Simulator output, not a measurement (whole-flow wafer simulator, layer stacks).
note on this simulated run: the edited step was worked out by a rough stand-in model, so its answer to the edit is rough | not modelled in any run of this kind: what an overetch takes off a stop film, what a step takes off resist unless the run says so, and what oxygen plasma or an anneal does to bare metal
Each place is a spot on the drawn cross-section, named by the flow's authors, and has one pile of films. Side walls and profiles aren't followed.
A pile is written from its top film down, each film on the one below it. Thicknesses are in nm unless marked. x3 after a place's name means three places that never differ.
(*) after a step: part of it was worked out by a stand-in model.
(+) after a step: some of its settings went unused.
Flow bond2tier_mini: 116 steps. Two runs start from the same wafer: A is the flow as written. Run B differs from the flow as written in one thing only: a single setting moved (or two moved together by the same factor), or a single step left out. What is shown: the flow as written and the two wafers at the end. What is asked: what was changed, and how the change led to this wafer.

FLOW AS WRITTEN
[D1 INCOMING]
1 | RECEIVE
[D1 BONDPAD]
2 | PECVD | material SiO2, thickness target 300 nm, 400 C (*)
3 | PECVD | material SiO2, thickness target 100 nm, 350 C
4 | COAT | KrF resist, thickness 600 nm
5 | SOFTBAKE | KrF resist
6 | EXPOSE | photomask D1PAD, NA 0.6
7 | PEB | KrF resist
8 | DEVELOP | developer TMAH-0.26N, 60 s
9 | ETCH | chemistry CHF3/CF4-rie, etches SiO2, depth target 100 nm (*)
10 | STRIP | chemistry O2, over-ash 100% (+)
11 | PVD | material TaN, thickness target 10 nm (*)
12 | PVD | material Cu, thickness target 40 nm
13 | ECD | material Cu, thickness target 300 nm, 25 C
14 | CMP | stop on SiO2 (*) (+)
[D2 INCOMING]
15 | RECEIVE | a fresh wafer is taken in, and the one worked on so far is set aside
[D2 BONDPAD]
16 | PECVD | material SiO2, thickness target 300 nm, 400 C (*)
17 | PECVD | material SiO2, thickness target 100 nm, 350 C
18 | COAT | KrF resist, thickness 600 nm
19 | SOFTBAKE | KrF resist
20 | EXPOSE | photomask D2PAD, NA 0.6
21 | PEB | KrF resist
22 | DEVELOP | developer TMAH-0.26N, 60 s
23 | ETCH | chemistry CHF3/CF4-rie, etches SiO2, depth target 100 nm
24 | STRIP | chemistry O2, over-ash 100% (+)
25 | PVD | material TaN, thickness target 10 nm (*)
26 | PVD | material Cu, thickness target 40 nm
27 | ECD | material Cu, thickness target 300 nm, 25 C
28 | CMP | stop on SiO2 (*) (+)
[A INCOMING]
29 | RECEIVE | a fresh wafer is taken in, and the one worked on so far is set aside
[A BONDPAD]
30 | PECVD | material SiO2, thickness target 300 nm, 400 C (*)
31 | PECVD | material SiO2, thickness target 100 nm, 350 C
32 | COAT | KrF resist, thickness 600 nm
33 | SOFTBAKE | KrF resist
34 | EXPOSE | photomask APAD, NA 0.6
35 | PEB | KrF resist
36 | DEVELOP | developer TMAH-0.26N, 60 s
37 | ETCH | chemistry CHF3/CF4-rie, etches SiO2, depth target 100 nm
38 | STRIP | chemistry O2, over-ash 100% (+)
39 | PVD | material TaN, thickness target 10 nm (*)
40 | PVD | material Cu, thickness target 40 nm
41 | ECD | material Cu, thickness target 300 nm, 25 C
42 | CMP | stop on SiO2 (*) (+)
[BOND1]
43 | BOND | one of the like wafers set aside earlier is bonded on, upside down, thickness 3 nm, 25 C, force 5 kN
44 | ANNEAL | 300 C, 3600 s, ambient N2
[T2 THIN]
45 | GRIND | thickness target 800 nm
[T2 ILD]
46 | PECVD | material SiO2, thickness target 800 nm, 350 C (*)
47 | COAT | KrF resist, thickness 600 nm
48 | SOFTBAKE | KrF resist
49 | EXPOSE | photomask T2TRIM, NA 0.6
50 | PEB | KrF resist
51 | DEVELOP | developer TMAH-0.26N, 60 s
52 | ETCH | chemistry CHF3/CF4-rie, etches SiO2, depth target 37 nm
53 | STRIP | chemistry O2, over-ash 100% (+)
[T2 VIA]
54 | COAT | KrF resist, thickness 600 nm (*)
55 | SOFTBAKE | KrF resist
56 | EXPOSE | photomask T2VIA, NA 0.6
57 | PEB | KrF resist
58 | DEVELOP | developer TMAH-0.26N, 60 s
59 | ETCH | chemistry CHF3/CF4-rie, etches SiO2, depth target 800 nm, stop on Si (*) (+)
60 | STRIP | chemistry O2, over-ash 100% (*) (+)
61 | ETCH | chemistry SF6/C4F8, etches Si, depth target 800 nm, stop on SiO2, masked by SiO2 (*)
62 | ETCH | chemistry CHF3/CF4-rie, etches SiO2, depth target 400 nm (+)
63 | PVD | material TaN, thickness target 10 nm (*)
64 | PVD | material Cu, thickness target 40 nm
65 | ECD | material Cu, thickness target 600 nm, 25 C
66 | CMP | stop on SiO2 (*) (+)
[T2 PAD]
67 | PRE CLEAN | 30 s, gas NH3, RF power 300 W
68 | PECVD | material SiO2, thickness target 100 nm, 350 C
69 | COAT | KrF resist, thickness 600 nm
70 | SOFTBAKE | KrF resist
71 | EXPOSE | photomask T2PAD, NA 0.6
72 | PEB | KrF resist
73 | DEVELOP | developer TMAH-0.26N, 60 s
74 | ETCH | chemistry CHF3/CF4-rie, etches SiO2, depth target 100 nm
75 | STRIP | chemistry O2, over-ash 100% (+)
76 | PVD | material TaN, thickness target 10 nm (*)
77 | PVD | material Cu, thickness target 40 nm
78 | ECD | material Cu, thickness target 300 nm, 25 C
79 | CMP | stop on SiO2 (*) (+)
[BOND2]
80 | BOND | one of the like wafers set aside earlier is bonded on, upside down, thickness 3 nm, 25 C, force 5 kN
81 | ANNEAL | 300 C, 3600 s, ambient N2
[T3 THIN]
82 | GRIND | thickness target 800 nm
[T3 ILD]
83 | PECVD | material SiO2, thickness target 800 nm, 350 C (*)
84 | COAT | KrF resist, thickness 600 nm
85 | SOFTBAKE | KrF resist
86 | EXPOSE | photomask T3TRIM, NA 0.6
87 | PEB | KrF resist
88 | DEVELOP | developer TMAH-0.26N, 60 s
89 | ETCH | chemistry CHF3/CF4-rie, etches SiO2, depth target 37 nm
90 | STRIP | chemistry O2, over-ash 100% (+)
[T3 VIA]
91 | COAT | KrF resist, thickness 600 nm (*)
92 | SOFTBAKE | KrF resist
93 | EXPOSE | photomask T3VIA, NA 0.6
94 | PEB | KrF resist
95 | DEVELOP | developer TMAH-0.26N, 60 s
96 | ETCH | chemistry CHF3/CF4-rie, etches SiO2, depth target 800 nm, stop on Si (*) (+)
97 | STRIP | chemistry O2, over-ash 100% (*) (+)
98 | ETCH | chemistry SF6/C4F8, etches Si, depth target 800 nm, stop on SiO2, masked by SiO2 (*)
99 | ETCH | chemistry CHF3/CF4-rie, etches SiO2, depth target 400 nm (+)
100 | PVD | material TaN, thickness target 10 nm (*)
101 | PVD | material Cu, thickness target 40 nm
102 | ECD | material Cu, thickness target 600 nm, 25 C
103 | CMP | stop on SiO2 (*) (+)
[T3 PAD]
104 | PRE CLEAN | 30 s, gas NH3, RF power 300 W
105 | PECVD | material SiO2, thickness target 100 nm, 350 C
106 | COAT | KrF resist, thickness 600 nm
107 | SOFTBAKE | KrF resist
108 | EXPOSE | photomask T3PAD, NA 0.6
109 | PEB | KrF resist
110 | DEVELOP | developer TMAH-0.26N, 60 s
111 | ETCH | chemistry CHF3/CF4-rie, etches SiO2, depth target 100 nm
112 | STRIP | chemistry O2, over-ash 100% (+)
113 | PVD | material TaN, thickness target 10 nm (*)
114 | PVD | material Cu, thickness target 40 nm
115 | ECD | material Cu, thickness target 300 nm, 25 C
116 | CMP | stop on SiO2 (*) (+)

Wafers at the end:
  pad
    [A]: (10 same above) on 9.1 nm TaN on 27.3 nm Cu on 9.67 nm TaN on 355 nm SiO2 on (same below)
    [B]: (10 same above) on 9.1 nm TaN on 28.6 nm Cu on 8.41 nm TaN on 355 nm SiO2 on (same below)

What caused this: step 63, PVD: thickness target 8.7 nm was run, though the flow has thickness target 10 nm.

Step by step, how the change led to this:
  63 | PVD | material TaN, thickness target 10 nm (*)
      field: A +10 TaN (new film) | B +8.7 TaN (new film)
      pad: A +9.67 TaN (new film) | B +8.41 TaN (new film)
  66 | CMP | stop on SiO2 (*) (+)
      field: A -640 Cu (all of it), -10 TaN (all of it) | B -640 Cu (all of it), -8.7 TaN (all of it)
